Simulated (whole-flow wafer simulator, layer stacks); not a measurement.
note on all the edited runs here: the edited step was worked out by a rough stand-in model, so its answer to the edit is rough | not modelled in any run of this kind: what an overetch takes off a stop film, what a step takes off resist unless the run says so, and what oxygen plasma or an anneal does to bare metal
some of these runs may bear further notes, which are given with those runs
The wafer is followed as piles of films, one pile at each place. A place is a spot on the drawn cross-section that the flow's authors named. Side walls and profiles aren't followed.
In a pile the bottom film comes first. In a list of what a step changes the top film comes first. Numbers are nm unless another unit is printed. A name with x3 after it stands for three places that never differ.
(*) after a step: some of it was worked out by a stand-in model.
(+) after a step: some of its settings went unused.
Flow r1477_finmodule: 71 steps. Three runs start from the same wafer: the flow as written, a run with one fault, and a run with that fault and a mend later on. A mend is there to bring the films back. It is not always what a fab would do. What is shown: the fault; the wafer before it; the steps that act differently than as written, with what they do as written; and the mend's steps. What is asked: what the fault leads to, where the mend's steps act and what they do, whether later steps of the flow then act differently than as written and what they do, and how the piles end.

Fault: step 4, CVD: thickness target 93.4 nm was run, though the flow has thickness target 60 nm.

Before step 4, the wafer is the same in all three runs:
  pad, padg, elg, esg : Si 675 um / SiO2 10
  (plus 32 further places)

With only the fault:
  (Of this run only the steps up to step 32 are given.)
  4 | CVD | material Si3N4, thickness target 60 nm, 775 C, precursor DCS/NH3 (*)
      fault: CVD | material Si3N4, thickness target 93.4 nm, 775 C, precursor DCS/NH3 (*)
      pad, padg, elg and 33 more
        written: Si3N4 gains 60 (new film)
        fault: Si3N4 gains 93.4 (new film)
  Steps later in the flow that act otherwise than as written:
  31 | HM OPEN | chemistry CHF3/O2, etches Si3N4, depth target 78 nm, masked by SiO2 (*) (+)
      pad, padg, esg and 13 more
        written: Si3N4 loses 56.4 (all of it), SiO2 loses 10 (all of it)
        fault: Si3N4 loses 78
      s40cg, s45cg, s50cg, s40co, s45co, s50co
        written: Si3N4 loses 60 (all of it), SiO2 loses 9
        fault: Si3N4 loses 78
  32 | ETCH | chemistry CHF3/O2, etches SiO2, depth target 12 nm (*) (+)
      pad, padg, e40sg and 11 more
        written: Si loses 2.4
        fault: Si3N4 loses 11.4
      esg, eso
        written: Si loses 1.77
        fault: Si3N4 loses 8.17
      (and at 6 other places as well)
  After step 32, at pad, padg, elg and 33 more, the piles differ from the flow's by more than 2% or 0.5 nm, whichever is larger.
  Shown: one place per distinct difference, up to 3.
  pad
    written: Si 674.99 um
    fault: Si 675 um / SiO2 10 / Si3N4 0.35
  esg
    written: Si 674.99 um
    fault: Si 675 um / SiO2 10 / Si3N4 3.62
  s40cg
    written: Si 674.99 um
    fault: Si 675 um / SiO2 10 / Si3N4 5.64

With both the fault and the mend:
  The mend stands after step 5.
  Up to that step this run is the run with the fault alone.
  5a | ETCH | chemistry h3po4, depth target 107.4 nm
      pad, padg, elg and 33 more
        Si3N4 loses 93.4 (all of it)
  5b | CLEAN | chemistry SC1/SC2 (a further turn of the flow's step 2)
      alters no film at any place that is followed
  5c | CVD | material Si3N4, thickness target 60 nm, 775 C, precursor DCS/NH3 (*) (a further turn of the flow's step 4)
      pad, padg, elg and 33 more
        Si3N4 gains 60 (new film)
  Later steps of the flow that are run all act as written at every place that is followed.
  At every place that both follow, the piles at the end match the flow's.
